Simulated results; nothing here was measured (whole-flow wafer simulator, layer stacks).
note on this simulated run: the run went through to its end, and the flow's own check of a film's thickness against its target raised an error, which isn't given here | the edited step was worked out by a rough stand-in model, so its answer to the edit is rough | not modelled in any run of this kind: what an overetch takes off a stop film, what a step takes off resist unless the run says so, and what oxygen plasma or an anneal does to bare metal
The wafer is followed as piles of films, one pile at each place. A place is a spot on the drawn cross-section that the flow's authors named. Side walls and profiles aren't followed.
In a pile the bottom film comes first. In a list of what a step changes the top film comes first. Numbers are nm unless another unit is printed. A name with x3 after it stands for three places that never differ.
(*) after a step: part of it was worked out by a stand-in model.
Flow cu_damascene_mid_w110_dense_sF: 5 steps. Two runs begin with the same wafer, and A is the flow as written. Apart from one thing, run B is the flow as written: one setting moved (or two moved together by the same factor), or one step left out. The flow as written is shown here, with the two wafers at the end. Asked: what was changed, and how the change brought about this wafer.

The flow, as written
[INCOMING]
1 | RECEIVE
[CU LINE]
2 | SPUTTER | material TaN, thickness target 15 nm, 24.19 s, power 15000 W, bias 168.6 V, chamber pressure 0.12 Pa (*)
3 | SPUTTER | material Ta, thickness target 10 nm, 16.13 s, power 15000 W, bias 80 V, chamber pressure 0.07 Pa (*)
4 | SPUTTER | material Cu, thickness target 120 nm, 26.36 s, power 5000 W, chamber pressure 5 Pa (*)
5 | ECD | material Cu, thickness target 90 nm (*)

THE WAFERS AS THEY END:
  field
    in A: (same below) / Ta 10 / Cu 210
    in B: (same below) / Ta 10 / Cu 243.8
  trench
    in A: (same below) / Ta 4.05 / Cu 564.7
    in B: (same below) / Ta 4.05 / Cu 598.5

What caused this: step 5, ECD: thickness target 123.8 nm was run, though the flow has thickness target 90 nm.

How this came from the change, step by step:
  5 | ECD | material Cu, thickness target 90 nm (*)
      field: A Cu gains 90 | B Cu gains 123.8
      trench: A Cu gains 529 | B Cu gains 562.8
